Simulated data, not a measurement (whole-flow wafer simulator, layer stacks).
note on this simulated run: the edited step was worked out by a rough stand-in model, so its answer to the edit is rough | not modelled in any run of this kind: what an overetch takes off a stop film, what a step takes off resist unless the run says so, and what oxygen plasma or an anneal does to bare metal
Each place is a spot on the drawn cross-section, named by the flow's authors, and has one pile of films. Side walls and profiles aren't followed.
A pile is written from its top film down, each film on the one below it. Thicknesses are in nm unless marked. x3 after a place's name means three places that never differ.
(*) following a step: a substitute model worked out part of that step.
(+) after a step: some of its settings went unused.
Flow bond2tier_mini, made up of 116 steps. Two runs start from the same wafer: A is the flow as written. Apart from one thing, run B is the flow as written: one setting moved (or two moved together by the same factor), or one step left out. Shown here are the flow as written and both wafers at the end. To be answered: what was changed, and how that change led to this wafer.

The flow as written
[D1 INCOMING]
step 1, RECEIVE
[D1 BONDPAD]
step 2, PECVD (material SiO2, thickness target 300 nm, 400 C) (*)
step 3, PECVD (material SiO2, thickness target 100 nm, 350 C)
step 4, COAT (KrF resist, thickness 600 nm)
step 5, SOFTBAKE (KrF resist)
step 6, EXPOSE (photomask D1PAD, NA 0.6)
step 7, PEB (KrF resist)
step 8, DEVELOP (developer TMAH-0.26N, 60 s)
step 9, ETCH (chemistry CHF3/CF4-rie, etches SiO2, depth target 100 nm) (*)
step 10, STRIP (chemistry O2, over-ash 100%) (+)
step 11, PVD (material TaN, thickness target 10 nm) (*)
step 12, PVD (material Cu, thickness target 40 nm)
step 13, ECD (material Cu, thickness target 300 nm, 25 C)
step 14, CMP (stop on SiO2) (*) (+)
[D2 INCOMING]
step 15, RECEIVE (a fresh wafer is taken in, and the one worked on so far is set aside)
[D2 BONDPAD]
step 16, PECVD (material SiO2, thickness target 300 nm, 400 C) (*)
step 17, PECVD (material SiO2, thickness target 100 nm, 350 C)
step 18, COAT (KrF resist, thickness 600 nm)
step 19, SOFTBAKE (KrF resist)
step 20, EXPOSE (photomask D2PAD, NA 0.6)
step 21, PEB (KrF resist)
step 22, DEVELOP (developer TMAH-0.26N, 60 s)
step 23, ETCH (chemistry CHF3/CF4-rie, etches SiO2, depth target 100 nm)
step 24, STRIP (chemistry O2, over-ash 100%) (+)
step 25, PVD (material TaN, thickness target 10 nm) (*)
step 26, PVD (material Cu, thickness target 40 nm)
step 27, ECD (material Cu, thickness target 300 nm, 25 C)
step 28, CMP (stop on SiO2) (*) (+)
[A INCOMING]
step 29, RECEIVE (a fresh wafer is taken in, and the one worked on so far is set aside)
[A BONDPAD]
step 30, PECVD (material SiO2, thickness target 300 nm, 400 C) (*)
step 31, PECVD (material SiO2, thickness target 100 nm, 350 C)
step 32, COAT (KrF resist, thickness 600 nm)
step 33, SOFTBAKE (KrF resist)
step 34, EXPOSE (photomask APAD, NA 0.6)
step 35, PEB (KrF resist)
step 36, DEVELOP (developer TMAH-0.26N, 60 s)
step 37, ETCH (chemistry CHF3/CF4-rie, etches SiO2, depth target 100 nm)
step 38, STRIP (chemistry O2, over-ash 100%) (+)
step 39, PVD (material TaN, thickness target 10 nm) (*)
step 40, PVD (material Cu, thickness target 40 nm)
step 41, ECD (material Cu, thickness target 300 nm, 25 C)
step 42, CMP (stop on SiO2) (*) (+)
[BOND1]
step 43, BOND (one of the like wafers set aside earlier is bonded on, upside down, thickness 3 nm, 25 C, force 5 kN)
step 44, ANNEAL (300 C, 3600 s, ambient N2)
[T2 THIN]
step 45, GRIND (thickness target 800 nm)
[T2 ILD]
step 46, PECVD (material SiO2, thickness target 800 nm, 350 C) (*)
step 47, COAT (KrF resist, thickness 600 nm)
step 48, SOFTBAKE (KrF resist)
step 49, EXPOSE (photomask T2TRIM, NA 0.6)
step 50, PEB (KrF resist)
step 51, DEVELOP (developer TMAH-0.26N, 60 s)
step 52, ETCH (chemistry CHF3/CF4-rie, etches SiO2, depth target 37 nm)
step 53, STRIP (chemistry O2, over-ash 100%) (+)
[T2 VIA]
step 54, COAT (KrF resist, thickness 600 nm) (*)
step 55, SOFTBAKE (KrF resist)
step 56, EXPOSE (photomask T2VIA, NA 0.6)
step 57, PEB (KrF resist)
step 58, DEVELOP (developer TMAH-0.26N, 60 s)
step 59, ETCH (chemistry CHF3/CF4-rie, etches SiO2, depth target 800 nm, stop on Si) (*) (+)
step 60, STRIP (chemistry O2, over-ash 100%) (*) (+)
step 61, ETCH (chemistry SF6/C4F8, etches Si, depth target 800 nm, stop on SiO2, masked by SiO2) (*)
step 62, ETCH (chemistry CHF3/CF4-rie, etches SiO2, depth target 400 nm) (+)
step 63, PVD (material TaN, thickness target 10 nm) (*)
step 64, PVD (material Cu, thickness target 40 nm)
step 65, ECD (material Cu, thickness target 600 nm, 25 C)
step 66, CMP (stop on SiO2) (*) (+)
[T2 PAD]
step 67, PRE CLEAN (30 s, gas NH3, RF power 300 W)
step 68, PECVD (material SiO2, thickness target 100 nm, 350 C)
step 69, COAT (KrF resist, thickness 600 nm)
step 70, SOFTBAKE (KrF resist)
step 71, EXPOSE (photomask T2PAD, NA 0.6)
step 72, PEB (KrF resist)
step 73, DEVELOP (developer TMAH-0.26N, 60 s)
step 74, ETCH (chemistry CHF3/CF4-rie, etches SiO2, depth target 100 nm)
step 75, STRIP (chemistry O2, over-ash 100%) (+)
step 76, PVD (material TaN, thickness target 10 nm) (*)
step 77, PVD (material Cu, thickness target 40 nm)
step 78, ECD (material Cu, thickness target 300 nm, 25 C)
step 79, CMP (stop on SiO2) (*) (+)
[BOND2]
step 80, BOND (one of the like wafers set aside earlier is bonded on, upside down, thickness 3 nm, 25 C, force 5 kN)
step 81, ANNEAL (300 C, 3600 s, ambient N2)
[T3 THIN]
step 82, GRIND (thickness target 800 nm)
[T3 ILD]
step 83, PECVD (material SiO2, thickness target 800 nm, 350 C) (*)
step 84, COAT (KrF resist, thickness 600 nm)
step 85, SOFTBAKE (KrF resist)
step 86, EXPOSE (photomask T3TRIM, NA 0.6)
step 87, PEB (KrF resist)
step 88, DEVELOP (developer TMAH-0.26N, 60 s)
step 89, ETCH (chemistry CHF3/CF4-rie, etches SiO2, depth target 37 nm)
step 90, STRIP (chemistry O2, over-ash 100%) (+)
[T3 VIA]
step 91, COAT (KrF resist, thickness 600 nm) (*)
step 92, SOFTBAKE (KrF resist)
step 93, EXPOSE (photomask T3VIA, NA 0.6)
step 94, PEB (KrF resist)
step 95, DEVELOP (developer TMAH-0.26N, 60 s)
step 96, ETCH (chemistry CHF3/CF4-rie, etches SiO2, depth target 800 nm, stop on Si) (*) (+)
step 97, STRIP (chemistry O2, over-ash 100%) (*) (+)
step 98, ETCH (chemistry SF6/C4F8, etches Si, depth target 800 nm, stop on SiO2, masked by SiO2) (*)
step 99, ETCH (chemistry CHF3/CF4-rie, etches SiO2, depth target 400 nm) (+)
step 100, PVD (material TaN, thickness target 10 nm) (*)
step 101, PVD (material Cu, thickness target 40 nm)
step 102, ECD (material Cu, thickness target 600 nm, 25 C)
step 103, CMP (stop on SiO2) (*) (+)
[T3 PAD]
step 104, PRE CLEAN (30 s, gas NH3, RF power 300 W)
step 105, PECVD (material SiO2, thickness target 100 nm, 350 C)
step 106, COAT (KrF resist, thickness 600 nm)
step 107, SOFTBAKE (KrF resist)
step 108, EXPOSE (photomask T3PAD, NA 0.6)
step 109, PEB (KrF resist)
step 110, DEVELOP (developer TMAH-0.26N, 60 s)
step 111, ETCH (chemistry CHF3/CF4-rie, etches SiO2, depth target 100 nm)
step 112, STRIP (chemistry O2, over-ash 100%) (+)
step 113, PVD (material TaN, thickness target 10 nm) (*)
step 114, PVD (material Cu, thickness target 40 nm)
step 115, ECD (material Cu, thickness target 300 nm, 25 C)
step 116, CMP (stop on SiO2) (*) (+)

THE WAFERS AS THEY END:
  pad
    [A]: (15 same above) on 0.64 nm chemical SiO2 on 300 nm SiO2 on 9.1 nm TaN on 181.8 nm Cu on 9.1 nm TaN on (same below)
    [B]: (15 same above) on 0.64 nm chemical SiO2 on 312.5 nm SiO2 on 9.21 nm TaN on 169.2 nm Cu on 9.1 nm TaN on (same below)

What caused this: step 9, ETCH: depth target 87.5 nm was run, while the flow as written has depth target 100 nm.

How this came from the change, step by step:
  step 9, ETCH (chemistry CHF3/CF4-rie, etches SiO2, depth target 100 nm) (*)
      pad, via: A -100 SiO2 | B -87.5 SiO2
      field: A -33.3 KrF resist | B -29.2 KrF resist
  step 13, ECD (material Cu, thickness target 300 nm, 25 C)
      pad: A +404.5 Cu | B +391.4 Cu
      via: A +400.2 Cu | B +387.6 Cu
  step 43, BOND (one of the like wafers set aside earlier is bonded on, upside down, thickness 3 nm, 25 C, force 5 kN)
      pad: A +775 um Si (new film), +0.64 chemical SiO2 (new film), +300 SiO2 (new film), +9.1 TaN (new film), +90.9 Cu | B +775 um Si (new film), +0.64 chemical SiO2 (new film), +312.5 SiO2 (new film), +9.21 TaN (new film), +78.3 Cu
      via: A +775 um Si (new film), +0.64 chemical SiO2 (new film), +300 SiO2 (new film), +9.97 TaN (new film), +90 Cu | B +775 um Si (new film), +0.64 chemical SiO2 (new film), +312.5 SiO2 (new film), +9.98 TaN (new film), +77.5 Cu
